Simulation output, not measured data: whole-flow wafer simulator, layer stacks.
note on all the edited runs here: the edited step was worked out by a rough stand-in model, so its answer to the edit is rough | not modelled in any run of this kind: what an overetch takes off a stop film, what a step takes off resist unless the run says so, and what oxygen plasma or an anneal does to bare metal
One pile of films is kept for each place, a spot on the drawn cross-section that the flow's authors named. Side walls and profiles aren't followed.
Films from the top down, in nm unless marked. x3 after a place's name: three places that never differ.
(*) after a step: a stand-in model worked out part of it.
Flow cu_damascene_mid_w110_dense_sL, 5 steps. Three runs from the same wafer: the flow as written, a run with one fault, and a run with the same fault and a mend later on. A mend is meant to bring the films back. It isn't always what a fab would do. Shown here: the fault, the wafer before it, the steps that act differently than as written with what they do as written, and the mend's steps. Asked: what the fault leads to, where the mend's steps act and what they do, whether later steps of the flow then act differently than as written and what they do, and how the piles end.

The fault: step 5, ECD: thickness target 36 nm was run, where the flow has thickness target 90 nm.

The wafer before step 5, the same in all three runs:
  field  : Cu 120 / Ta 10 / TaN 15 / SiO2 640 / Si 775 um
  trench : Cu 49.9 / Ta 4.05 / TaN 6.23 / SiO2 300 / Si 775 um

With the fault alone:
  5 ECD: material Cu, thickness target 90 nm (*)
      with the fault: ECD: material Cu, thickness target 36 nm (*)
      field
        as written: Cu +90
        with the fault: Cu +36
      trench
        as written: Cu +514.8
        with the fault: Cu +460.8
  No later step of the flow acts differently than as written at any place that is followed.
  At the end the piles differ from the flow's by more than 2% or 0.5 nm, whichever is larger, at field, trench.
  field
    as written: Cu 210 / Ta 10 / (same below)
    with the fault: Cu 156 / Ta 10 / (same below)
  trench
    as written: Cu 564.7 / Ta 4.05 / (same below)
    with the fault: Cu 510.7 / Ta 4.05 / (same below)

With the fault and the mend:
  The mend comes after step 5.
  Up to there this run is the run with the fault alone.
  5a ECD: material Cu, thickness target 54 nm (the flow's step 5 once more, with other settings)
      field, trench
        Cu +54
  No later step of the flow acts differently than as written at any place that is followed.
  At the end the piles are the same as the flow's at every place that both follow.
